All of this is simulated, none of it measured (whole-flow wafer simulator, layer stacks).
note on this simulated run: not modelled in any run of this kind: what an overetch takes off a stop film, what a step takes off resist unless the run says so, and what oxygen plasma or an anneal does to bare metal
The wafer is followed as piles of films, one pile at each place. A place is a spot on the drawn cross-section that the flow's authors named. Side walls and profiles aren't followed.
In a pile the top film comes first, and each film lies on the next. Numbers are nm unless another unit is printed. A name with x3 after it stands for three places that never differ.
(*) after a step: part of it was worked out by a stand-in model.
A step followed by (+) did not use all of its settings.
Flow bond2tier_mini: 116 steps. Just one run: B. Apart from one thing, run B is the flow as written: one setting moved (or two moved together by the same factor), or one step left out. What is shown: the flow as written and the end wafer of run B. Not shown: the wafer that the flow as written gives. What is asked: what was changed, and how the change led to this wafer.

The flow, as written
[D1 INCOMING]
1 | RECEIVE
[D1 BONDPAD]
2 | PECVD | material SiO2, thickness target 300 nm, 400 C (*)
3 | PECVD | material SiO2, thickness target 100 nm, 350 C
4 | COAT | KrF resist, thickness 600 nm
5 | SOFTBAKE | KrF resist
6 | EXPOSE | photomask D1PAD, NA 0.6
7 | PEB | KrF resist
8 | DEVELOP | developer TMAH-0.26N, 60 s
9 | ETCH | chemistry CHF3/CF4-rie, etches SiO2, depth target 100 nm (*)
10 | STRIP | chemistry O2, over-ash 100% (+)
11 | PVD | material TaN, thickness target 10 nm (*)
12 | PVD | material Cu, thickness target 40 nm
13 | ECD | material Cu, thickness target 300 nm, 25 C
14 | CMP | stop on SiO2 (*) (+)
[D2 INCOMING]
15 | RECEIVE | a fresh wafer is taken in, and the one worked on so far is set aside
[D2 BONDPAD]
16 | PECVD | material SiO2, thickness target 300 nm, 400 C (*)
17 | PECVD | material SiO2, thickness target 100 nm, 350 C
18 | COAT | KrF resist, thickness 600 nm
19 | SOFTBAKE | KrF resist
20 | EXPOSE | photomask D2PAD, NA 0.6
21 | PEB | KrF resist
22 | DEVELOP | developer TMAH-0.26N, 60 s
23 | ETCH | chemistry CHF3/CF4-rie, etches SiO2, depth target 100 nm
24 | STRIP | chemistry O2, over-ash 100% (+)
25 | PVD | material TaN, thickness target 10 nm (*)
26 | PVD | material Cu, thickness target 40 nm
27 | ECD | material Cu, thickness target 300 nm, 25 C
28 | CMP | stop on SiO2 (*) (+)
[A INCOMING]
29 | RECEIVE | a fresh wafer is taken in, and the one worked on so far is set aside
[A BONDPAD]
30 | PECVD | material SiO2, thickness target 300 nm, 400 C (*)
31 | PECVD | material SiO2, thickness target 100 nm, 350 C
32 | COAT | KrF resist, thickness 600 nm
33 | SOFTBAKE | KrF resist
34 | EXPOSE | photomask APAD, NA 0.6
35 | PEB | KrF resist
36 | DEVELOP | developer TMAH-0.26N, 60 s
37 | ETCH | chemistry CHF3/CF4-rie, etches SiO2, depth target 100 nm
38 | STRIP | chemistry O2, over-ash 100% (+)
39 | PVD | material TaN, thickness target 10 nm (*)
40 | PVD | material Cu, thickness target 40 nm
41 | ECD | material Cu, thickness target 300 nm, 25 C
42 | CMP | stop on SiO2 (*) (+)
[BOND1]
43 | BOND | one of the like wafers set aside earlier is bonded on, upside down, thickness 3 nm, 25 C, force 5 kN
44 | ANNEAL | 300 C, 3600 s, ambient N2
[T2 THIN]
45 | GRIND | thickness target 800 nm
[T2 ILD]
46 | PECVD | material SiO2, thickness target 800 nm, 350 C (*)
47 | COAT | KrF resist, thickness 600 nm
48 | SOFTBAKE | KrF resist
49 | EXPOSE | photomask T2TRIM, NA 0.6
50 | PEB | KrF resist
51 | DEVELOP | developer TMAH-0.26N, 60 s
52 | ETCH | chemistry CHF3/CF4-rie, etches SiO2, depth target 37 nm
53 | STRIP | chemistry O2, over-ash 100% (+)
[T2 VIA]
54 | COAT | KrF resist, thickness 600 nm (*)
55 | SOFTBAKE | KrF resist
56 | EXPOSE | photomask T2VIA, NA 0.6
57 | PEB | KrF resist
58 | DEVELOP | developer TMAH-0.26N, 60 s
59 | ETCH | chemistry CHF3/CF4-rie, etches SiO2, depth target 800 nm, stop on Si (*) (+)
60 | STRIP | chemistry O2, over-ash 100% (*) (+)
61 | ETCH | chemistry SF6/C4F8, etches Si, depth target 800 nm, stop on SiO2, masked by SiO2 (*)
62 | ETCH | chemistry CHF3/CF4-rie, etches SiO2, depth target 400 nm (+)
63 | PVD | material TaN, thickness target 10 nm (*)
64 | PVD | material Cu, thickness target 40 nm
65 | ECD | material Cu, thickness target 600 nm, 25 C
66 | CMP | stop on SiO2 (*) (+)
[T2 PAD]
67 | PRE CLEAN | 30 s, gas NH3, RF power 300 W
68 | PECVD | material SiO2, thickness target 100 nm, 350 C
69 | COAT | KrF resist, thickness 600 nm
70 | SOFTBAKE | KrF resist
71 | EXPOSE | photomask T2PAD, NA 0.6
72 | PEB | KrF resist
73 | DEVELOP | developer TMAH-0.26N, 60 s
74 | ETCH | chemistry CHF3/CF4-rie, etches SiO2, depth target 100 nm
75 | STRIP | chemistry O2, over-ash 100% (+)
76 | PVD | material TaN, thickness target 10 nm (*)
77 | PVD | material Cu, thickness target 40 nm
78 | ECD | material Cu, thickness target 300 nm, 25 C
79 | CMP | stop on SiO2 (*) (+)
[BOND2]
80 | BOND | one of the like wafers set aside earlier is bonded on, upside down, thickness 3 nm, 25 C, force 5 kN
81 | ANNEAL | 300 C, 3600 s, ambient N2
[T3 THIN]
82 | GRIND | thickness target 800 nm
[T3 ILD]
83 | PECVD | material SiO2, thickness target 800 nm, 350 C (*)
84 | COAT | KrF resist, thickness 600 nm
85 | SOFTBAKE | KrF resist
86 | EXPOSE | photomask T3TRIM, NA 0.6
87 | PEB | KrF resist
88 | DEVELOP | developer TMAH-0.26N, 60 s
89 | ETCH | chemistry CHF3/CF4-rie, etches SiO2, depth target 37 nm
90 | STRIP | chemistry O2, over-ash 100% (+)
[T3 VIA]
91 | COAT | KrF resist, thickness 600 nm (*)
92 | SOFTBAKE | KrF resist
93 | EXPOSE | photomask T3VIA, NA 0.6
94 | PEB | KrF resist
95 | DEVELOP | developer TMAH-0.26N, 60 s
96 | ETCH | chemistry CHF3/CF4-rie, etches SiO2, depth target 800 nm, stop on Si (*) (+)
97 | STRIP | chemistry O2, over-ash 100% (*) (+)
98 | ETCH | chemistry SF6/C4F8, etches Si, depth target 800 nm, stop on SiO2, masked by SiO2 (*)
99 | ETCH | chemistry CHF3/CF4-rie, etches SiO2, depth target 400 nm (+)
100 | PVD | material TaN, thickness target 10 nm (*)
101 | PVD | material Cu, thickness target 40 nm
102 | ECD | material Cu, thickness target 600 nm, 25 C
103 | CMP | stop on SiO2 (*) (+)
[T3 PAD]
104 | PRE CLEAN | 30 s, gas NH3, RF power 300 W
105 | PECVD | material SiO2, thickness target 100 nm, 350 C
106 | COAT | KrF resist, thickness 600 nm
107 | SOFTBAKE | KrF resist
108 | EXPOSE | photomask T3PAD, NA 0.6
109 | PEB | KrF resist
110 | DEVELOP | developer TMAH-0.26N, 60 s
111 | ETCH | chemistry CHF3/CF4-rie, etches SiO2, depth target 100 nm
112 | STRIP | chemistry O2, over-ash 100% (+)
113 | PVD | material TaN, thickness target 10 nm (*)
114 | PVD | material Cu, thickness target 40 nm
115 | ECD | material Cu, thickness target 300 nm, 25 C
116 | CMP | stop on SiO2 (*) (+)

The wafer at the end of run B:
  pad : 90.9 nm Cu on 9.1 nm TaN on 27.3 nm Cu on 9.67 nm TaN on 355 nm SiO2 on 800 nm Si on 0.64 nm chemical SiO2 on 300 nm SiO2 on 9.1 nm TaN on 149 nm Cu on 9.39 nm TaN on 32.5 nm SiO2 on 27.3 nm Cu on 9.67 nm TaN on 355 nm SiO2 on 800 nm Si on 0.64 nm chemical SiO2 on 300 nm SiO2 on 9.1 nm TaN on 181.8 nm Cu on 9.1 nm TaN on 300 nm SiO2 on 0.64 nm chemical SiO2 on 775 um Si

What caused this: step 74, ETCH: depth target 67.5 nm was run, while the flow as written has depth target 100 nm.

Step by step, how the change led to this:
  74 | ETCH | chemistry CHF3/CF4-rie, etches SiO2, depth target 100 nm
      pad: SiO2 loses 67.5 (as written it would have been: SiO2 loses 100 (all of it))
      field: KrF resist loses 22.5 (as written it would have been: KrF resist loses 33.3)
  77 | PVD | material Cu, thickness target 40 nm
      pad: Cu gains 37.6 (new film) (as written it would have been: Cu gains 36.4 (new film))
  78 | ECD | material Cu, thickness target 300 nm, 25 C
      pad: Cu gains 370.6 (as written it would have been: Cu gains 404.5)
Taking metal films that touch as one body, pad has 4 bodies (between them, from the top down: SiO2 355 / Si 800 / chemical SiO2 0.64 / SiO2 300; SiO2 32.5; SiO2 355 / Si 800 / chemical SiO2 0.64 / SiO2 300); the flow as written gives 3 bodies (between them, from the top down: SiO2 355 / Si 800 / chemical SiO2 0.64 / SiO2 300; SiO2 355 / Si 800 / chemical SiO2 0.64 / SiO2 300).
